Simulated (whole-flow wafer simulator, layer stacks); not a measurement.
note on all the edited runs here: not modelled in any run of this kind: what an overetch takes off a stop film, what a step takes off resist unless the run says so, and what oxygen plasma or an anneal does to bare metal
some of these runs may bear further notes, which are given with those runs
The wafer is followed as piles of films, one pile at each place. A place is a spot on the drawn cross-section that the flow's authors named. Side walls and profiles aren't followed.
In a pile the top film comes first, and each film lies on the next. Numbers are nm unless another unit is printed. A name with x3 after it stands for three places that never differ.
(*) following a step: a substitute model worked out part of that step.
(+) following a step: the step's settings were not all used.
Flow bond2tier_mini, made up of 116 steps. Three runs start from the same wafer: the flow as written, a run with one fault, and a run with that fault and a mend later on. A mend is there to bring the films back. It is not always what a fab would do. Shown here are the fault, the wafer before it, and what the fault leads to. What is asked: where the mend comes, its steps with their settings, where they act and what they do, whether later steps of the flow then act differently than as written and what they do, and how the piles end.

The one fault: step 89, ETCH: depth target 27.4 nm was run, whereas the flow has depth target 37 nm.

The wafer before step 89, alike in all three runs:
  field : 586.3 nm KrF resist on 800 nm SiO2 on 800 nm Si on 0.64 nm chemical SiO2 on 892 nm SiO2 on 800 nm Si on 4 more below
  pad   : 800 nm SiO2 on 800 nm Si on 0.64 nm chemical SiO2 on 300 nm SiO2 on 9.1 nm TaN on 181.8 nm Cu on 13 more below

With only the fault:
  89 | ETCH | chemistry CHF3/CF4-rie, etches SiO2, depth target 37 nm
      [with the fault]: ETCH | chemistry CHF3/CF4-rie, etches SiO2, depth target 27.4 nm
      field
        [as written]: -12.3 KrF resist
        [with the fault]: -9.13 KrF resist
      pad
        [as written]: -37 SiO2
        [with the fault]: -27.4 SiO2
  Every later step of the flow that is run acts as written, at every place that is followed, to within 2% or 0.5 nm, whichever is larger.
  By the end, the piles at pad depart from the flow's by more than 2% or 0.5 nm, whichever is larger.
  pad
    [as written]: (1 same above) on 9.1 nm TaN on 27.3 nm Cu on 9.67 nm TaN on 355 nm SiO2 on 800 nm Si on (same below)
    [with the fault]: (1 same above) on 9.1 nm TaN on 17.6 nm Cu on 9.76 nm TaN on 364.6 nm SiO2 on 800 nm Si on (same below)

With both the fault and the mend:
  After step 90 comes the mend.
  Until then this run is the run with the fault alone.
  90a | COAT | KrF resist, thickness 600 nm (*) (the flow's step 84 again)
      field
        +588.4 KrF resist (new film)
      pad
        +612.1 KrF resist (new film)
  90b | SOFTBAKE | KrF resist (the flow's step 85 again)
      alters no film at any place that is followed
  90c | EXPOSE | photomask T3TRIM, NA 0.6 (the flow's step 86 again)
      alters no film at any place that is followed
  90d | PEB | KrF resist (the flow's step 87 again)
      alters no film at any place that is followed
  90e | DEVELOP | developer TMAH-0.26N, 60 s (the flow's step 88 again)
      field
        -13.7 KrF resist
      pad
        -612.1 KrF resist (all of it)
  90f | ETCH | chemistry CHF3/CF4-rie, etches SiO2, depth target 9.6 nm (the flow's step 89 again, with other settings)
      field
        -3.2 KrF resist
      pad
        -9.6 SiO2
  90g | STRIP | chemistry O2, over-ash 100% (+) (the flow's step 90 again)
      field
        -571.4 KrF resist (all of it)
  Every later step of the flow that is run acts as written at every place that is followed.
  The piles end the same as the flow's at every place that both follow.
